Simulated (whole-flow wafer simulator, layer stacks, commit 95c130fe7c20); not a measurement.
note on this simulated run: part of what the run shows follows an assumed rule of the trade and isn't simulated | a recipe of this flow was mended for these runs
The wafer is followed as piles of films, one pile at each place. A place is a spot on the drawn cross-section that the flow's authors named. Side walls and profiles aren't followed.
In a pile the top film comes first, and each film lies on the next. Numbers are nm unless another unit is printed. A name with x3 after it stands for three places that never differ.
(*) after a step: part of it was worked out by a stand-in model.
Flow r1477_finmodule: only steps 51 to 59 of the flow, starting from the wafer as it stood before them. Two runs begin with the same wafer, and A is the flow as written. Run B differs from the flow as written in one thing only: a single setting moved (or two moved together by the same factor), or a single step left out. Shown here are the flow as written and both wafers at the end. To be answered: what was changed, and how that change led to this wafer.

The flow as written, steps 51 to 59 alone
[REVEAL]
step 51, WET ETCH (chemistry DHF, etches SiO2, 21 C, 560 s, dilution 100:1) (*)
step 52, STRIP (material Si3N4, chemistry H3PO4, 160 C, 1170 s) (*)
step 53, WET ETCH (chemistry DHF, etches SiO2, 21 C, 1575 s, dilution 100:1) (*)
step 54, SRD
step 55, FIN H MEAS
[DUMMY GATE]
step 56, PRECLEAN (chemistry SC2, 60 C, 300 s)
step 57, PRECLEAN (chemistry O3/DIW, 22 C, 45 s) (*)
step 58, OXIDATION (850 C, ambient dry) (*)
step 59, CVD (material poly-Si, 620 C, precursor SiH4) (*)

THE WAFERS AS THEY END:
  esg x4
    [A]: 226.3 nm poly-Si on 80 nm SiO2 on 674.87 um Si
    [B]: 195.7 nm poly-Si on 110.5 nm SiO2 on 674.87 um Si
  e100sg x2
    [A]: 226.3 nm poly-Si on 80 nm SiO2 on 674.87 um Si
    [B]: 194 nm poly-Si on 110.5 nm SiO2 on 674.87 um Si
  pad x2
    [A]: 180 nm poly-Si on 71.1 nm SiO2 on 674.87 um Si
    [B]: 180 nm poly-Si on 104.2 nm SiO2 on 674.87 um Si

Cause: step 53, WET ETCH: 965 s was run, though the flow has 1575 s.

Step by step, how the change led to this:
  step 53, WET ETCH (chemistry DHF, etches SiO2, 21 C, 1575 s, dilution 100:1) (*)
      esg x4, e100sg x2, e200sg x2 and 12 more: A -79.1 SiO2 | B -48.5 SiO2
      pad x2: A -85.7 SiO2 | B -52.5 SiO2
  step 59, CVD (material poly-Si, 620 C, precursor SiH4) (*)
      e100sg x2, s40sg x2, s50cg x2: A +226.3 poly-Si (new film) | B +194 poly-Si (new film)
      esg x4: A +226.3 poly-Si (new film) | B +195.7 poly-Si (new film)
      (as well as at 10 more places)
